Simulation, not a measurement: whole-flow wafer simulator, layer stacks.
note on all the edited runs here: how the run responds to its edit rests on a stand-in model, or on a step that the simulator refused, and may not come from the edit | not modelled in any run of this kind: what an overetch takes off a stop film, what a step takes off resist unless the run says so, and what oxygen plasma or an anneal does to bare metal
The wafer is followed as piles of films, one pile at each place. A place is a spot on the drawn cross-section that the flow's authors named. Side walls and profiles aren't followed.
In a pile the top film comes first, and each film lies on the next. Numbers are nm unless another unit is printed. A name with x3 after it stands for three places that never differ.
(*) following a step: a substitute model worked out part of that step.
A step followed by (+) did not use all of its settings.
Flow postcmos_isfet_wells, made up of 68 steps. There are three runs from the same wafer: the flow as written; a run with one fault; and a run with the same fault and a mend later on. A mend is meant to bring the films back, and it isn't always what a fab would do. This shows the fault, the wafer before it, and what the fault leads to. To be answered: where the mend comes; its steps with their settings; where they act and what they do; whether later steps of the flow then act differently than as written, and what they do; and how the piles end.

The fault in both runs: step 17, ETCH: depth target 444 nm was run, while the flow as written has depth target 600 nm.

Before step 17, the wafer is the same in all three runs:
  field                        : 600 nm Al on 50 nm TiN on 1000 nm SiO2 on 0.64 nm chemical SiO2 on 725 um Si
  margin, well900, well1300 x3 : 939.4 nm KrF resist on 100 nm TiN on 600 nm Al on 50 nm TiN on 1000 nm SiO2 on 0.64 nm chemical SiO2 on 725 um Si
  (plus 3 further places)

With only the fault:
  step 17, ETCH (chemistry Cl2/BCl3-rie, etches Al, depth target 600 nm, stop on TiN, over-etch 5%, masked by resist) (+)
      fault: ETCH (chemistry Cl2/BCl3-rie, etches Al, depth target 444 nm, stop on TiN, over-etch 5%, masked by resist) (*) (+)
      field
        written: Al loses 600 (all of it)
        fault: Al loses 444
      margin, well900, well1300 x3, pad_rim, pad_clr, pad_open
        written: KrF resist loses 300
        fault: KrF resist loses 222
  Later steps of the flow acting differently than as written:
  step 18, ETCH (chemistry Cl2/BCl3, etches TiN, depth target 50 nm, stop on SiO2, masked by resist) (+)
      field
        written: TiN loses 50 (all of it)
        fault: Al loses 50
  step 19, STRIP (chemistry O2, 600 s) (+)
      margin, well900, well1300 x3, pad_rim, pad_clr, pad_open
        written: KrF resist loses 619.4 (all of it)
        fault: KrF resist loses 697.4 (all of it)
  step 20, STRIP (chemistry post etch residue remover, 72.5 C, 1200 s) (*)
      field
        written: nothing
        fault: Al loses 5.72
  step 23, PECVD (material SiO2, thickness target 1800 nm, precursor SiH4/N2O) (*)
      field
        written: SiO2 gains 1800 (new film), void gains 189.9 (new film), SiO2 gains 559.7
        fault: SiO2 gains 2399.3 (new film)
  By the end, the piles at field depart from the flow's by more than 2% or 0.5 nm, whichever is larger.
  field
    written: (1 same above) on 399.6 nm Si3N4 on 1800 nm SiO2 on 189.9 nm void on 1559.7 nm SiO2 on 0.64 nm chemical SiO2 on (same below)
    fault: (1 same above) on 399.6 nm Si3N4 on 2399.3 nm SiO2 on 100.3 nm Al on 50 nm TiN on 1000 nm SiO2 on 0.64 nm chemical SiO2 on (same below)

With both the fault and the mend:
  After step 17 comes the mend.
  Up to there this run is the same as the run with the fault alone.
  step 17a, ETCH (chemistry Cl2/BCl3-rie, etches Al, depth target 156 nm, stop on TiN, over-etch 5%, masked by resist) (the flow's step 17, run once more with other settings)
      margin, well900, well1300 x3, pad_rim, pad_clr, pad_open
        KrF resist loses 78
      field
        Al loses 156 (all of it)
  None of the later steps of the flow acts differently than as written at any place that is followed.
  The piles end the same as the flow's at every place that both follow.
